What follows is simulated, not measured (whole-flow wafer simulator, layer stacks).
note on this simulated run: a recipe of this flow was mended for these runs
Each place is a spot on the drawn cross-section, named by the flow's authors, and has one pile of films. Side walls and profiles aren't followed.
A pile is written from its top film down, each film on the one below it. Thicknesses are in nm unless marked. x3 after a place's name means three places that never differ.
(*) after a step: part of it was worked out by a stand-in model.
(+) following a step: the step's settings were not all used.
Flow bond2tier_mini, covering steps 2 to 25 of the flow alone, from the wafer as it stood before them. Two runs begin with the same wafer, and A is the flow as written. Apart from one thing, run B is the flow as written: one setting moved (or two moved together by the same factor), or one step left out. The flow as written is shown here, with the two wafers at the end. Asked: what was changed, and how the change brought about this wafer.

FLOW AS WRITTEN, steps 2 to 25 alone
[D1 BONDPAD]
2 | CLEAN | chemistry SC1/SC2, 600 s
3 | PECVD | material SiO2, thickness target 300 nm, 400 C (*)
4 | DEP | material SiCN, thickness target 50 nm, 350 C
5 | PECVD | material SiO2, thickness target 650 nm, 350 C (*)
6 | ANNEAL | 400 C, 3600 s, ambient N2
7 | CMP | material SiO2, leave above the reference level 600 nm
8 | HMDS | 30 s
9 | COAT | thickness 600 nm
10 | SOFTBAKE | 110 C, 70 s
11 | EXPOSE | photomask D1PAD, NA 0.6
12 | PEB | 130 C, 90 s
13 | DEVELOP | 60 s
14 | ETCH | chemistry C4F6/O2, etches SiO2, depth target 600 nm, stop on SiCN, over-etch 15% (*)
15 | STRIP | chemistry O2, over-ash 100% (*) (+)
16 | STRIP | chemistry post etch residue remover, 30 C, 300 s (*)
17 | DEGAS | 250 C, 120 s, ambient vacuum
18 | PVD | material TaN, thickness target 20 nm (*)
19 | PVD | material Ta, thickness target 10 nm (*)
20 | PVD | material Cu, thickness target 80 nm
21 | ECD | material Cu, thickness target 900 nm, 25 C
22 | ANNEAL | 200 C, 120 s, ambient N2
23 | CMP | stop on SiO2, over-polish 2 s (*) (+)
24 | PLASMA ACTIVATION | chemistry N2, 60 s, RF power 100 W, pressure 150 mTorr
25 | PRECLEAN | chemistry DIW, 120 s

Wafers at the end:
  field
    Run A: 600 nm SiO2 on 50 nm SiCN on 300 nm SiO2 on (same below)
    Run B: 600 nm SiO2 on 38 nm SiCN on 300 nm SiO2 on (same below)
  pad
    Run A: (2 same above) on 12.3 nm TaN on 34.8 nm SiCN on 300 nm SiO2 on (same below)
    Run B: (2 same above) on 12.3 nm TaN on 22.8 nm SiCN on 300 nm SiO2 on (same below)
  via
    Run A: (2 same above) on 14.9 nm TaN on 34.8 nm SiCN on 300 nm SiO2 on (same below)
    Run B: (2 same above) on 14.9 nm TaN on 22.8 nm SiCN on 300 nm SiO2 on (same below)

The reason: step 4, DEP: thickness target 38 nm was run, while the flow as written has thickness target 50 nm.
One can read it off the wafer: field has SiCN 38, and step 4 as written asks for 50 nm.

How this came from the change, step by step:
  4 | DEP | material SiCN, thickness target 50 nm, 350 C
      field, pad, via: A SiCN gains 50 (new film) | B SiCN gains 38 (new film)
